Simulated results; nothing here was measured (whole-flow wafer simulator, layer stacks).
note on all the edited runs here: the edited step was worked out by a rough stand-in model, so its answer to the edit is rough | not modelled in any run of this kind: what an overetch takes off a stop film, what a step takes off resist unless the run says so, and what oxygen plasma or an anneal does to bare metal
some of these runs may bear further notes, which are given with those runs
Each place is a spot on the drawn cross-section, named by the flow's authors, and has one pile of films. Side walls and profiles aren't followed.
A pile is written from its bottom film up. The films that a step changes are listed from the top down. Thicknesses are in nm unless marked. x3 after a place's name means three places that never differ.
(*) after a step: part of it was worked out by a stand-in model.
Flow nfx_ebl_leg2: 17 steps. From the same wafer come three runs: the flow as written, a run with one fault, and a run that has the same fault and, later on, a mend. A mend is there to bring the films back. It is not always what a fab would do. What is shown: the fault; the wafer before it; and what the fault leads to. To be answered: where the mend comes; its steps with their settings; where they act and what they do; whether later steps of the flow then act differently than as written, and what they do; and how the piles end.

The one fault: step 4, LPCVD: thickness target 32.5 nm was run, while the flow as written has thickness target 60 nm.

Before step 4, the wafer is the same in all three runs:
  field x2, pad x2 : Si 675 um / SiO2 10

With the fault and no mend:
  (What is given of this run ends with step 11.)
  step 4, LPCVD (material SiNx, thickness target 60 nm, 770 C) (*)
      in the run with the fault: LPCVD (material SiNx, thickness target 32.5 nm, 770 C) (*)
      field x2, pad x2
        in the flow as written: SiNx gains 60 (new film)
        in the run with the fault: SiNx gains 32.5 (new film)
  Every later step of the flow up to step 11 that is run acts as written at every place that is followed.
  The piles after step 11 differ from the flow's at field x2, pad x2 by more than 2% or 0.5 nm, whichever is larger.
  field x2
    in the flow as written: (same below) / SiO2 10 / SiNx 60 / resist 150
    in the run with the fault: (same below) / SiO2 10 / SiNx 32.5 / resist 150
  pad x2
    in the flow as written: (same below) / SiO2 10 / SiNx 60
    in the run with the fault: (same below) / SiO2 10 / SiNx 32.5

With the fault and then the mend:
  The mend stands after step 11.
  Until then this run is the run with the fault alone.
  step 11a, STRIP (resist, chemistry O2, 25 C) (*)
      field x2
        resist loses 150 (all of it)
  step 11b, CLEAN (chemistry SC1/SC2) (*) (a further turn of the flow's step 2)
      leaves every film unchanged at each place that is followed
  step 11c, LPCVD (material SiNx, thickness target 27.5 nm, 770 C) (*) (a further turn of the flow's step 4, with different settings)
      field x2, pad x2
        SiNx gains 27.5
  step 11d, DEHYDRATE (180 C, 120 s) (a further turn of the flow's step 6)
      leaves every film unchanged at each place that is followed
  step 11e, COAT (resist, thickness 150 nm) (a further turn of the flow's step 7)
      field x2, pad x2
        resist gains 150 (new film)
  step 11f, SOFTBAKE (resist, 150 C, 60 s) (a further turn of the flow's step 8)
      leaves every film unchanged at each place that is followed
  step 11g, EXPOSE (PMMA, thickness 150 nm, photomask GRATING) (*) (a further turn of the flow's step 9)
      leaves every film unchanged at each place that is followed
  step 11h, DEVELOP (resist, thickness 150 nm, developer developer-C-546, 60 s) (*) (a further turn of the flow's step 10)
      pad x2
        resist loses 150 (all of it)
  Every later step of the flow that is run acts as written at every place that is followed.
  By the end, the piles equal the flow's at every place that both follow.
